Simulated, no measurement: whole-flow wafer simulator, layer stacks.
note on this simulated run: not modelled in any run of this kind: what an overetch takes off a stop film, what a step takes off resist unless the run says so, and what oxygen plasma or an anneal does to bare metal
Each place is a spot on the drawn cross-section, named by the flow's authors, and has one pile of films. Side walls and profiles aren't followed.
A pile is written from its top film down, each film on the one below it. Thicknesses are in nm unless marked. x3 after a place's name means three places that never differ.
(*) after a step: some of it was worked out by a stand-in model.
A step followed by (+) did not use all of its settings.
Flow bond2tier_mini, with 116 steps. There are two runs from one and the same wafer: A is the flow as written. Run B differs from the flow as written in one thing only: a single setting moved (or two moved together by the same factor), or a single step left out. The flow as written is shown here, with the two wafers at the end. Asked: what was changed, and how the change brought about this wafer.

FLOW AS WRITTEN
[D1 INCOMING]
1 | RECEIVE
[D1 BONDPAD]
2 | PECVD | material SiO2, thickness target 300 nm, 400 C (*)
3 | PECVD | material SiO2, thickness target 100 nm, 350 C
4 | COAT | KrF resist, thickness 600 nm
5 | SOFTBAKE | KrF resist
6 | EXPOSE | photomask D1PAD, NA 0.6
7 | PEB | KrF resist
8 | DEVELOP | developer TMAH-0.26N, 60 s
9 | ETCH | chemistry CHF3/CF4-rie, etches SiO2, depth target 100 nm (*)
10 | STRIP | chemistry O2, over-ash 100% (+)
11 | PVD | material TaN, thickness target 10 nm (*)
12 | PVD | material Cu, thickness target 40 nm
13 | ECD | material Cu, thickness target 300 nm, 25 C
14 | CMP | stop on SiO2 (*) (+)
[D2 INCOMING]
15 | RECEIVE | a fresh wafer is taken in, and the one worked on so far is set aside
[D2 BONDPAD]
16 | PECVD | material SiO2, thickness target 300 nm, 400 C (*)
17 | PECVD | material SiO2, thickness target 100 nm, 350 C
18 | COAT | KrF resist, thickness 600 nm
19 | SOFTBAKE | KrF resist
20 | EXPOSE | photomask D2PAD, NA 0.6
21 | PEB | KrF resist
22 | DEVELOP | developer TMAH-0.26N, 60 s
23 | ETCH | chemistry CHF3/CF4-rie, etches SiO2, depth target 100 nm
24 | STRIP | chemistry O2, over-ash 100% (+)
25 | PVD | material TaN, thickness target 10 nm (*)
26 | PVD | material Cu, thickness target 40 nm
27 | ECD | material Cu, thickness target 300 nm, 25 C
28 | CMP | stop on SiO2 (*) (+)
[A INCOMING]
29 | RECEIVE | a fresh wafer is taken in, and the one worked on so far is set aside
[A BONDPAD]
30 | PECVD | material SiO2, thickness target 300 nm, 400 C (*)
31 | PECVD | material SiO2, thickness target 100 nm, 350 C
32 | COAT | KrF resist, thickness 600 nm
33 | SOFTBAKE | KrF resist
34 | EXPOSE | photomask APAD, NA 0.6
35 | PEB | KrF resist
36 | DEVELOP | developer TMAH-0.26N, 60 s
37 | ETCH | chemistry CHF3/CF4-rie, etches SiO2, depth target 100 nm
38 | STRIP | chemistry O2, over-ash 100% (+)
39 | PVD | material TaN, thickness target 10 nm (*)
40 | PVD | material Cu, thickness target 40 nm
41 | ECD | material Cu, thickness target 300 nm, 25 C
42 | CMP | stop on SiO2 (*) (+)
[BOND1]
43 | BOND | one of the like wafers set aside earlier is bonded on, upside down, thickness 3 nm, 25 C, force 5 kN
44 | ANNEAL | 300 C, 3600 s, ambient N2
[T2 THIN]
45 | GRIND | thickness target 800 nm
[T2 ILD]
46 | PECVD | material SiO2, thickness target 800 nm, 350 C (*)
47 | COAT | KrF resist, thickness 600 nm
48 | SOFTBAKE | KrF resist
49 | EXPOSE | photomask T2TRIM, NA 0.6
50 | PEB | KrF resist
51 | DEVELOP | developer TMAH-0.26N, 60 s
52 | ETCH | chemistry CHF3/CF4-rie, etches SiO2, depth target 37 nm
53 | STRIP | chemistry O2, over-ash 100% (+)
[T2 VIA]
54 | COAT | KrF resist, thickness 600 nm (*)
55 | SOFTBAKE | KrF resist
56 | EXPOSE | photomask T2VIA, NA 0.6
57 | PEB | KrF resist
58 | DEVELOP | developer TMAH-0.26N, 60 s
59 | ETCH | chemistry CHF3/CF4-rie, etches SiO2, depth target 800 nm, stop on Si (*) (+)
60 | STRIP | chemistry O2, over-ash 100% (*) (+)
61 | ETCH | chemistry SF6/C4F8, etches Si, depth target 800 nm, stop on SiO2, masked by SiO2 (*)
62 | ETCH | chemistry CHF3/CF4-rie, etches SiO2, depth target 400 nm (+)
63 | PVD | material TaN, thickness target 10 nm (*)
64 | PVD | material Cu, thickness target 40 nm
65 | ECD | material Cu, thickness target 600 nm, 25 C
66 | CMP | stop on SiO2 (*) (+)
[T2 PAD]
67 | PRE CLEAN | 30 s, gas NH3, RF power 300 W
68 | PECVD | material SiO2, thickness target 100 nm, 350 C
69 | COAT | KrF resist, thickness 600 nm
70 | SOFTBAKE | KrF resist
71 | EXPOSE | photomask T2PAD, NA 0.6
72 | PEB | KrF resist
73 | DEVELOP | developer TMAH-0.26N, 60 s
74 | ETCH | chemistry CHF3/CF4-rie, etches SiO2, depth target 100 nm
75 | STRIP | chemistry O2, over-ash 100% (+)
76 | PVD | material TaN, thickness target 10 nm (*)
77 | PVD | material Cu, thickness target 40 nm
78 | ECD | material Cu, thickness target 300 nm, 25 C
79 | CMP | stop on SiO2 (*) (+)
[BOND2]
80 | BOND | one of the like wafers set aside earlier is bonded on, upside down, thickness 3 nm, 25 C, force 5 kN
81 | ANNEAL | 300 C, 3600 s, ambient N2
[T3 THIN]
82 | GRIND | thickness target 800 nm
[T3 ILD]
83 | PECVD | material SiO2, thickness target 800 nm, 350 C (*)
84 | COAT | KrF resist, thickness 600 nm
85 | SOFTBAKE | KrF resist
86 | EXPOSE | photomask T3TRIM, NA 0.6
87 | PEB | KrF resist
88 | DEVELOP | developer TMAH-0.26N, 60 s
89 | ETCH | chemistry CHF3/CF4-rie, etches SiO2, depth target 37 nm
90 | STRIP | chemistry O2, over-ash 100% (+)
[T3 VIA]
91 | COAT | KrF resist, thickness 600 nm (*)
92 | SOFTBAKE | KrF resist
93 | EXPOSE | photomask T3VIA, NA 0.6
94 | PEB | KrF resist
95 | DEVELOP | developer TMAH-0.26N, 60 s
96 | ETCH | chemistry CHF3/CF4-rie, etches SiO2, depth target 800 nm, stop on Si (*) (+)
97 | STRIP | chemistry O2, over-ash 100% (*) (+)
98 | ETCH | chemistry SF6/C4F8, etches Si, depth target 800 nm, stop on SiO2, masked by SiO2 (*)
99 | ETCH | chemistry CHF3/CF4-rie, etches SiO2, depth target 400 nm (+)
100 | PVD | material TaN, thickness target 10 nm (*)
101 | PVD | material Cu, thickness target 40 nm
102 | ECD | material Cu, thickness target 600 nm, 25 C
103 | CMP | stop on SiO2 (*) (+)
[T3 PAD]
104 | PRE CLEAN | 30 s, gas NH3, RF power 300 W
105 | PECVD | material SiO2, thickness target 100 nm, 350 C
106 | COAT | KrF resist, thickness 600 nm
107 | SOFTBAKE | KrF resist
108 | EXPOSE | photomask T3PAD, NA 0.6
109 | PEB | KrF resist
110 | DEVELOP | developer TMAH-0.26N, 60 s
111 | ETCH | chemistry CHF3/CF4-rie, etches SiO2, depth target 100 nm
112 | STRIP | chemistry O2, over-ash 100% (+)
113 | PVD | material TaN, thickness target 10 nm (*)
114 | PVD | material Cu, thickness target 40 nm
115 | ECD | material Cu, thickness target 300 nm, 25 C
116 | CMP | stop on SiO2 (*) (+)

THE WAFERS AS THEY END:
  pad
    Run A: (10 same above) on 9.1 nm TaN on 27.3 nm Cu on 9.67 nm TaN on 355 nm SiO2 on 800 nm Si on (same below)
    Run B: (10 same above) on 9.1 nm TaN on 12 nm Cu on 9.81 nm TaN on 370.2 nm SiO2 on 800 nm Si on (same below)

What caused this: step 52, ETCH: depth target 21.8 nm was run, though the flow has depth target 37 nm.

Step by step, how the change led to this:
  52 | ETCH | chemistry CHF3/CF4-rie, etches SiO2, depth target 37 nm
      pad, via: A SiO2 loses 37 | B SiO2 loses 21.8
      field: A KrF resist loses 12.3 | B KrF resist loses 7.27
  60 | STRIP | chemistry O2, over-ash 100% (*) (+)
      field: A KrF resist loses 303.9 (all of it) | B KrF resist loses 310.3 (all of it)
      pad: A KrF resist loses 336 (all of it) | B KrF resist loses 329.2 (all of it)
  65 | ECD | material Cu, thickness target 600 nm, 25 C
      pad: A Cu gains 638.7 | B Cu gains 622.8
